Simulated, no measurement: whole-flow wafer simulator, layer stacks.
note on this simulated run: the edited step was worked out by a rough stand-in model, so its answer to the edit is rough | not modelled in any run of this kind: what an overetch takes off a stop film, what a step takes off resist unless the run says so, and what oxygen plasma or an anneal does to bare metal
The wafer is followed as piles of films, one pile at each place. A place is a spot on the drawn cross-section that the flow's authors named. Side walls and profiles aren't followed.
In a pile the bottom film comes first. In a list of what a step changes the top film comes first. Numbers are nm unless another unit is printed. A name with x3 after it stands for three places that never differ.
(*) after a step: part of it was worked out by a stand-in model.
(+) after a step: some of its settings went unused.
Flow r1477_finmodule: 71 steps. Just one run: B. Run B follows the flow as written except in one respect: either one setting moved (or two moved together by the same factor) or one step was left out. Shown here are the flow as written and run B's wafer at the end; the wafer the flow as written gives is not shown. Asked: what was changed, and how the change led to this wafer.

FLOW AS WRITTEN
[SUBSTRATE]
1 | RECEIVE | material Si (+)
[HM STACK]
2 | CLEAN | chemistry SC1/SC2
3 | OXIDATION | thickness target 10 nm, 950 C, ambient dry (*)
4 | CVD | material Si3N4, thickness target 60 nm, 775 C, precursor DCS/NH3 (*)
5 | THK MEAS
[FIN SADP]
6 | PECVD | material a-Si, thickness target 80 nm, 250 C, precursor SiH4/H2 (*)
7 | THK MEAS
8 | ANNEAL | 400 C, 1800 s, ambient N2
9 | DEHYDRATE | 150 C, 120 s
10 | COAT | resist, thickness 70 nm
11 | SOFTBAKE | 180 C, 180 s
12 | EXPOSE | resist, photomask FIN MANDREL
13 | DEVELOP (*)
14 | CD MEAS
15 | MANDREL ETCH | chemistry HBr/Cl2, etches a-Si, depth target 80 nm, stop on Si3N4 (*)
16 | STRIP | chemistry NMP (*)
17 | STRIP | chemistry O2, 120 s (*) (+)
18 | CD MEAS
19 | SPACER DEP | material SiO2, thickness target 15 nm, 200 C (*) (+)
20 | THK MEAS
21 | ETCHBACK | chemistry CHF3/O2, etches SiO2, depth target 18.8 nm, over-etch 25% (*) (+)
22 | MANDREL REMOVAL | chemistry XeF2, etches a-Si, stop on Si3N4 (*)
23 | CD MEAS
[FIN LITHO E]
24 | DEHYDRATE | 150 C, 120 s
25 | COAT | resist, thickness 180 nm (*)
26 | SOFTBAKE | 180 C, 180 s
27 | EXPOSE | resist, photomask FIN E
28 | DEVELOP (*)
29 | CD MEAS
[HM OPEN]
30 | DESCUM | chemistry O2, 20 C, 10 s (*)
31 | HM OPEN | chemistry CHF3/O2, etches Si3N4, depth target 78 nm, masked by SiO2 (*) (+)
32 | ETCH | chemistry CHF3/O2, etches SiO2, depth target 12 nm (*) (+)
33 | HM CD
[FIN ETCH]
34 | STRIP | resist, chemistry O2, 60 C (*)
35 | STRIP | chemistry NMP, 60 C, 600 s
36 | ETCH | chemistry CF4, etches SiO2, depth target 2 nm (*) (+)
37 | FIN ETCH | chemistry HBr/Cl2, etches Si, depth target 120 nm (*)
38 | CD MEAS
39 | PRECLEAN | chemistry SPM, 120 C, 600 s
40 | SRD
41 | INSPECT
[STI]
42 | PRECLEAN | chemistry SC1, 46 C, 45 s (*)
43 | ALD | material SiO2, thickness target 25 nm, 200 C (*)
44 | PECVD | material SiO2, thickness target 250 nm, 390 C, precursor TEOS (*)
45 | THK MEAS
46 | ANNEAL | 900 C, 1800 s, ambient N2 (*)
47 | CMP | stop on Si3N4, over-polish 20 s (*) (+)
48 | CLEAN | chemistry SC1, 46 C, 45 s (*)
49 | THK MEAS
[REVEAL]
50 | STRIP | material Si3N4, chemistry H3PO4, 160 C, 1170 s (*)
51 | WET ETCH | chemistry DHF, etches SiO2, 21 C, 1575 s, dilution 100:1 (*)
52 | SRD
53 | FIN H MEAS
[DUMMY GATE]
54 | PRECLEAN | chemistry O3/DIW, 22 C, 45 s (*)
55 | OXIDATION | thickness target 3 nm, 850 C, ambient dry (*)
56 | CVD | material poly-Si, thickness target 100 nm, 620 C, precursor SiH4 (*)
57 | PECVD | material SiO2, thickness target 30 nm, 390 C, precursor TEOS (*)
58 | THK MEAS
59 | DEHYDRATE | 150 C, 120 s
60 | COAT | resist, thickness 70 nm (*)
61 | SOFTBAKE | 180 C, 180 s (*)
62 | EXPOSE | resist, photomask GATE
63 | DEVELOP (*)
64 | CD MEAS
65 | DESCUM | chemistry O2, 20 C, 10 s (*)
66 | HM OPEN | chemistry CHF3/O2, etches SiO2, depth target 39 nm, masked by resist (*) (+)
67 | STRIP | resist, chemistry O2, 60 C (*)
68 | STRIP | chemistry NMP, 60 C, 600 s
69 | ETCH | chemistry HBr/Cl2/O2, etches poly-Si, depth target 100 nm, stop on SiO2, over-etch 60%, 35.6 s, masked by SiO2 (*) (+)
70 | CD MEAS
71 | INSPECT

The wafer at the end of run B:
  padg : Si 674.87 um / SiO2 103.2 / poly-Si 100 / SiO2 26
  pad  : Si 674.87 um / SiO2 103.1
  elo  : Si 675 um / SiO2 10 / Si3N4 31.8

What caused this: step 69, ETCH: depth target 75 nm was run, though the flow has depth target 100 nm; step 69, ETCH: 26.7 s was run, where the flow has 35.6 s.

How this came from the change, step by step:
  69 | ETCH | chemistry HBr/Cl2/O2, etches poly-Si, depth target 100 nm, stop on SiO2, over-etch 60%, 35.6 s, masked by SiO2 (*) (+)
      padg, elg, esg and 15 more: SiO2 loses 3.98 (as written it would have been: SiO2 loses 5.3)
